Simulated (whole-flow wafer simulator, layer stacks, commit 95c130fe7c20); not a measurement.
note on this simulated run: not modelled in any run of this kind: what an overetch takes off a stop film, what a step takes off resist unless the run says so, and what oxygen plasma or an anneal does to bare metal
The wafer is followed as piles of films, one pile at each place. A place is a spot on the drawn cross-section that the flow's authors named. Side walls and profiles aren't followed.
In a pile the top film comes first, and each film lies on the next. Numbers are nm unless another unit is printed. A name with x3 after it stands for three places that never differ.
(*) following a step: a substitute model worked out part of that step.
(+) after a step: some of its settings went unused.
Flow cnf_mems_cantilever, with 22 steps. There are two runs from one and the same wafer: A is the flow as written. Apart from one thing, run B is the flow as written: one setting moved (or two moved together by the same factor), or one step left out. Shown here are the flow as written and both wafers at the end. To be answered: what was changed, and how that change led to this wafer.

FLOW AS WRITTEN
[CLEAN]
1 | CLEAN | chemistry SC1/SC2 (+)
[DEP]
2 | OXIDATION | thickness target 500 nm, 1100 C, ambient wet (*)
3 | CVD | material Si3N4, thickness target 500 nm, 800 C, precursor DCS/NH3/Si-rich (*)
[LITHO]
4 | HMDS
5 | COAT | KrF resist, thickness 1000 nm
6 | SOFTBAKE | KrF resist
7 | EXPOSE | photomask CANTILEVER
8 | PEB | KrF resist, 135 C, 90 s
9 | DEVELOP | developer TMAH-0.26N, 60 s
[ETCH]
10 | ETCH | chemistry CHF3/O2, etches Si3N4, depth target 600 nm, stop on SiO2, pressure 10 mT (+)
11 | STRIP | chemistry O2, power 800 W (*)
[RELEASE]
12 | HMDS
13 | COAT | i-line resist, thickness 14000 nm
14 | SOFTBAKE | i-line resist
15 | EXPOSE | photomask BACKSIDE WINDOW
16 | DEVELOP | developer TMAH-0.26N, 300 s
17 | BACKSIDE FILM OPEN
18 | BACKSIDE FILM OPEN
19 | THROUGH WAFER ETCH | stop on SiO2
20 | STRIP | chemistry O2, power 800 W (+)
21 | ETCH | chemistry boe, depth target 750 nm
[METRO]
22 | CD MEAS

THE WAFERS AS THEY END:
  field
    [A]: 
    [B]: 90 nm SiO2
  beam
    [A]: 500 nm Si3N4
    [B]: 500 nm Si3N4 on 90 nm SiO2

Cause: step 21, ETCH: depth target 410 nm was run, though the flow has depth target 750 nm.

The path from the change to this, step by step:
  21 | ETCH | chemistry boe, depth target 750 nm
      field: A SiO2 loses 500 (all of it) | B SiO2 loses 410
      beam: A under 1 film: SiO2 loses 500 (all of it) | B under 1 film: SiO2 loses 410
